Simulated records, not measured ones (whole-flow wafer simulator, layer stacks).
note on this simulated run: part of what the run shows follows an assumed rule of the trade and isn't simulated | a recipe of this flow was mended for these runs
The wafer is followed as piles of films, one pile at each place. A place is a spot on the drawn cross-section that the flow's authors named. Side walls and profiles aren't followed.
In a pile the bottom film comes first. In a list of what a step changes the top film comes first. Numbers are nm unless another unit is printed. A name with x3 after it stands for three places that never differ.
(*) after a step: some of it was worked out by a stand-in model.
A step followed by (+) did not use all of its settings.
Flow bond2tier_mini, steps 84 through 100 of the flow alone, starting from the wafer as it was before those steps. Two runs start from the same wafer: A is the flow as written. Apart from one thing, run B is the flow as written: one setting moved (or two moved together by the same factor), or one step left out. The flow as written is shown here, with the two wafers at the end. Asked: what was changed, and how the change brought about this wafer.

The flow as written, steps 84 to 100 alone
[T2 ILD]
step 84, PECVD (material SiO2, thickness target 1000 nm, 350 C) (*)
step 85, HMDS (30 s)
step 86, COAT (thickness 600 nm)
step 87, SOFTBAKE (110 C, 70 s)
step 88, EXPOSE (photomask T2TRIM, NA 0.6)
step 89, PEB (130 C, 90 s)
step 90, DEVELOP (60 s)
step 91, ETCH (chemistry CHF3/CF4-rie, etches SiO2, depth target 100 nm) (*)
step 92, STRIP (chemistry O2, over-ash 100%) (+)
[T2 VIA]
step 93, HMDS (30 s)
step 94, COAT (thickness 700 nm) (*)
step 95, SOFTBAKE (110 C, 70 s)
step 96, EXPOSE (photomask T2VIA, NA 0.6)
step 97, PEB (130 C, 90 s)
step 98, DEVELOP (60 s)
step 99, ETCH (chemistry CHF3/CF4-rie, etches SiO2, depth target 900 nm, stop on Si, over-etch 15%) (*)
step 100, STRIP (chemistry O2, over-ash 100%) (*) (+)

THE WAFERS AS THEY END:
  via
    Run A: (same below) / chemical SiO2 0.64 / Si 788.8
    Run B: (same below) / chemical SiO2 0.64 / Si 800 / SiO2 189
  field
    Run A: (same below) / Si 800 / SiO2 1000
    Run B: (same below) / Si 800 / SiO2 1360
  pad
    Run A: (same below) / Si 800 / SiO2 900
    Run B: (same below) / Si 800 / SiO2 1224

What caused this: step 84, PECVD: thickness target 1360 nm was run, whereas the flow has thickness target 1000 nm; step 91, ETCH: depth target 136 nm was run, where the flow has depth target 100 nm.
One can read it off the wafer: field has SiO2 1360, and step 84 as written asks for 1000 nm.

The path from the change to this, step by step:
  step 84, PECVD (material SiO2, thickness target 1000 nm, 350 C) (*)
      field, pad, via: A +1000 SiO2 (new film) | B +1360 SiO2 (new film)
  step 91, ETCH (chemistry CHF3/CF4-rie, etches SiO2, depth target 100 nm) (*)
      pad, via: A -100 SiO2 | B -136 SiO2
      field: A -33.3 thick-KrF-resist | B -45.3 thick-KrF-resist
  step 92, STRIP (chemistry O2, over-ash 100%) (+)
      field: A -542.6 thick-KrF-resist (all of it) | B -530.6 thick-KrF-resist (all of it)
  step 94, COAT (thickness 700 nm) (*)
      field: A +656.8 thick-KrF-resist (new film) | B +641.4 thick-KrF-resist (new film)
      pad: A +744.9 thick-KrF-resist (new film) | B +760.9 thick-KrF-resist (new film)
  step 99, ETCH (chemistry CHF3/CF4-rie, etches SiO2, depth target 900 nm, stop on Si, over-etch 15%) (*)
      via: A -900 SiO2 (all of it), -11.2 Si | B -1035 SiO2
  step 100, STRIP (chemistry O2, over-ash 100%) (*) (+)
      field: A -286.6 thick-KrF-resist (all of it) | B -271.5 thick-KrF-resist (all of it)
      pad: A -372.9 thick-KrF-resist (all of it) | B -388.7 thick-KrF-resist (all of it)
